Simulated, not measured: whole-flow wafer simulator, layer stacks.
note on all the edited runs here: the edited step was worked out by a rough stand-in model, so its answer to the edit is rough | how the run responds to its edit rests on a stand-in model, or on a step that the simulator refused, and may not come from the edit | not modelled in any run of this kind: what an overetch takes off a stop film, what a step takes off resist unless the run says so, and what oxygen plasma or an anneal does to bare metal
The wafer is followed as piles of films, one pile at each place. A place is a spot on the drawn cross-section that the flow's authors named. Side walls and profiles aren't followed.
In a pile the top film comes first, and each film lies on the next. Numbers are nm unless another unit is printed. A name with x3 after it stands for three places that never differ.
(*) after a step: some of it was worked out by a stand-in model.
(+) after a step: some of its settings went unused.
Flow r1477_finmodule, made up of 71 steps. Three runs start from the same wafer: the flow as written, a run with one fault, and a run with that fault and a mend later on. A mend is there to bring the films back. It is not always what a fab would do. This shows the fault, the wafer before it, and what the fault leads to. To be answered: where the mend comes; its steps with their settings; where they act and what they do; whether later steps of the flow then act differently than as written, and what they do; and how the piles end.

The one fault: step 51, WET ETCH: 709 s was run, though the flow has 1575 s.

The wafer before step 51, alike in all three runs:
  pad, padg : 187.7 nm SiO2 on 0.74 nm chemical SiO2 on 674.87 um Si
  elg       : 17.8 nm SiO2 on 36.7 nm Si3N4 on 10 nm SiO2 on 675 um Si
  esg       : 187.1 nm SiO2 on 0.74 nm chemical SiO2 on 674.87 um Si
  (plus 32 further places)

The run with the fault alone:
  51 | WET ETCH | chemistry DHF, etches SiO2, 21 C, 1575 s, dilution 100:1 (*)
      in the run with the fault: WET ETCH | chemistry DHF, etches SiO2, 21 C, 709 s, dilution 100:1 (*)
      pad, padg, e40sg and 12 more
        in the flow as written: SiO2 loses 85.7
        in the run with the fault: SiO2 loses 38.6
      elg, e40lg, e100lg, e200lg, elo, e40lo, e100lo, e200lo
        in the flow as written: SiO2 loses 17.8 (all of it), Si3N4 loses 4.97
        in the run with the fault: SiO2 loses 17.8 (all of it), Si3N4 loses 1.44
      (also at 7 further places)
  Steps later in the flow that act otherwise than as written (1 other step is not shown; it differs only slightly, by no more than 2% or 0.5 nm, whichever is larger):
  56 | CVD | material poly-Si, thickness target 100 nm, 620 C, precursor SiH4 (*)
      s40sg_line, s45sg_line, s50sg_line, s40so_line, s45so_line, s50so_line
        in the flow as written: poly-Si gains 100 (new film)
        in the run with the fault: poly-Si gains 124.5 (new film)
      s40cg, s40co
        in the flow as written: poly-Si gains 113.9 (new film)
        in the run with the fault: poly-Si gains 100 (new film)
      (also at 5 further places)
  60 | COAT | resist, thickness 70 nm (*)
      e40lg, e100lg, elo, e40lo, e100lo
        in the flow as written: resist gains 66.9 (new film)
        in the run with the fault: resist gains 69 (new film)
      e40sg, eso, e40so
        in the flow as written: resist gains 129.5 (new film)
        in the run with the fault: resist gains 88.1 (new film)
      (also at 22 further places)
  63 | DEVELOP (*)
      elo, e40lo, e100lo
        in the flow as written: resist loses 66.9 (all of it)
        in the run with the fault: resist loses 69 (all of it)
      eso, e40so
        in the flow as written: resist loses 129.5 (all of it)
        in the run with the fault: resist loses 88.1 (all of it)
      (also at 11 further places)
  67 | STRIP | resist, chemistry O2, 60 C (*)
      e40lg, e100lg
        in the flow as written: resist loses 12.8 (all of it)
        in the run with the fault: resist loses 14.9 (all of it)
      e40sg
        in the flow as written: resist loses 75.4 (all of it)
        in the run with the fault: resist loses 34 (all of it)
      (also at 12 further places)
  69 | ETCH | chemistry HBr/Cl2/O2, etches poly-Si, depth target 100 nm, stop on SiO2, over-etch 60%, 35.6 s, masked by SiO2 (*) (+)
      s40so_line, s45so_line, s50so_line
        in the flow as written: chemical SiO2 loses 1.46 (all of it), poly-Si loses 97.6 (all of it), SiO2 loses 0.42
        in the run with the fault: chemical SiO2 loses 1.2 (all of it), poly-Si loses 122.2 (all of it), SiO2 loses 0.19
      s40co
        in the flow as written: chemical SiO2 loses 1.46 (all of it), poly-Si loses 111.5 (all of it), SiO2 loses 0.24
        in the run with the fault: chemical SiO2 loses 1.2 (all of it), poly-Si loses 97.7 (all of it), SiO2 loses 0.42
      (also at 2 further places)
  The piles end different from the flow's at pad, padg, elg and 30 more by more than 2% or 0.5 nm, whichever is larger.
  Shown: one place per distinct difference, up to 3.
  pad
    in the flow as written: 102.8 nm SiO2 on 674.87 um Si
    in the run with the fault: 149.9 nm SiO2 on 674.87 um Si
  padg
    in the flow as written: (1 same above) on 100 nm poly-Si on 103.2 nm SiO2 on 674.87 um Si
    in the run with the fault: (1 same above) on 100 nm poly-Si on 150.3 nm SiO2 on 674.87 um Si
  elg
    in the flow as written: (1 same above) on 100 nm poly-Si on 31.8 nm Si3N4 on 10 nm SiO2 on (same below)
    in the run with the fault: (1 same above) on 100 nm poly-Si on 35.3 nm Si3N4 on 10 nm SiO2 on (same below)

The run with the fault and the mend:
  After step 51 comes the mend.
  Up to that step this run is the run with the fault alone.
  51a | WET ETCH | chemistry DHF, etches SiO2, 21 C, 866 s, dilution 100:1 (*) (a further turn of the flow's step 51, with different settings)
      pad, padg, e40sg and 12 more
        SiO2 loses 47.1
      elg, e40lg, e100lg, e200lg, elo, e40lo, e100lo, e200lo
        Si3N4 loses 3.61
      esg, s40cg, s45cg, s50cg, s40co, s45co, s50co
        SiO2 loses 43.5
  None of the later steps of the flow differs from how it acts as written, at any place that is followed, by more than 2% or 0.5 nm, whichever is larger.
  When the end is reached, the piles differ only a little from the flow's at the places that both follow, at most by 2% or 0.5 nm, whichever is larger.
